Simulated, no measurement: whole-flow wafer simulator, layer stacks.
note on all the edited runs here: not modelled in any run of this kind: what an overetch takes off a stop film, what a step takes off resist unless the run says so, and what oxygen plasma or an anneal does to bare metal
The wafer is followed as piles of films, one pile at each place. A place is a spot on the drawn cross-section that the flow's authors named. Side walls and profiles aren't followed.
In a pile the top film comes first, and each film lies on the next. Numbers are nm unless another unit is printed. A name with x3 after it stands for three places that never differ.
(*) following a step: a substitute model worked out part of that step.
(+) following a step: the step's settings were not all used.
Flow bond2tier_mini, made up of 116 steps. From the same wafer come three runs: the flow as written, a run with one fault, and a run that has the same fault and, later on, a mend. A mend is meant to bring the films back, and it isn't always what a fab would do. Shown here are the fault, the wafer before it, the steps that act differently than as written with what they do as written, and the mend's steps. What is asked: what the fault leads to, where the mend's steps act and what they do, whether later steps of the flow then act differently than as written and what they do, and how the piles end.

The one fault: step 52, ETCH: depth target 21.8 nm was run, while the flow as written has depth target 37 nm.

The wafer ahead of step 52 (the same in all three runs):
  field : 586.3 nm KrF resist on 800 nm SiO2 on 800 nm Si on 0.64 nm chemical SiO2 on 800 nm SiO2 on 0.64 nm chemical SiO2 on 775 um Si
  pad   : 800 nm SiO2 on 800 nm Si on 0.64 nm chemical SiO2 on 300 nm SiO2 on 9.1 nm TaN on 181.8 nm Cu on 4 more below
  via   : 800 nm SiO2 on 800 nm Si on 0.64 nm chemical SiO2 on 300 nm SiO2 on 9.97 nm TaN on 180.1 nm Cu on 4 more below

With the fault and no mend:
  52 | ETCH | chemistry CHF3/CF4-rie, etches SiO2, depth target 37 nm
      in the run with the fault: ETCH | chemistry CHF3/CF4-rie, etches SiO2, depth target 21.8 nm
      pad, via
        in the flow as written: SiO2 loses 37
        in the run with the fault: SiO2 loses 21.8
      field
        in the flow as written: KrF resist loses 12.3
        in the run with the fault: KrF resist loses 7.27
  Later steps of the flow acting differently than as written (not shown: 6 more steps that differ only slightly, by at most 2% or 0.5 nm, whichever is larger):
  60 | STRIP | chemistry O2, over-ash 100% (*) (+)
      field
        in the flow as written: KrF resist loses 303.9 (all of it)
        in the run with the fault: KrF resist loses 310.3 (all of it)
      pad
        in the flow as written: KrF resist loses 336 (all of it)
        in the run with the fault: KrF resist loses 329.2 (all of it)
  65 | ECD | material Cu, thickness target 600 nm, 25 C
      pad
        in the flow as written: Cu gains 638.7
        in the run with the fault: Cu gains 622.8
  The piles end different from the flow's at pad by more than 2% or 0.5 nm, whichever is larger.
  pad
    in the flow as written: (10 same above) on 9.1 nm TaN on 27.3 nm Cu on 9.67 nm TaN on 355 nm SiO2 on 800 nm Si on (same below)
    in the run with the fault: (10 same above) on 9.1 nm TaN on 12 nm Cu on 9.81 nm TaN on 370.2 nm SiO2 on 800 nm Si on (same below)

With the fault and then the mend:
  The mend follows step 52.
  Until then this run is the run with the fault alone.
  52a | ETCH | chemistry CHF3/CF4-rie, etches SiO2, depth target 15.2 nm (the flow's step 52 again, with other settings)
      pad, via
        SiO2 loses 15.2
      field
        KrF resist loses 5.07
  None of the later steps of the flow acts differently than as written at any place that is followed.
  At every place that both follow, the piles at the end match the flow's.
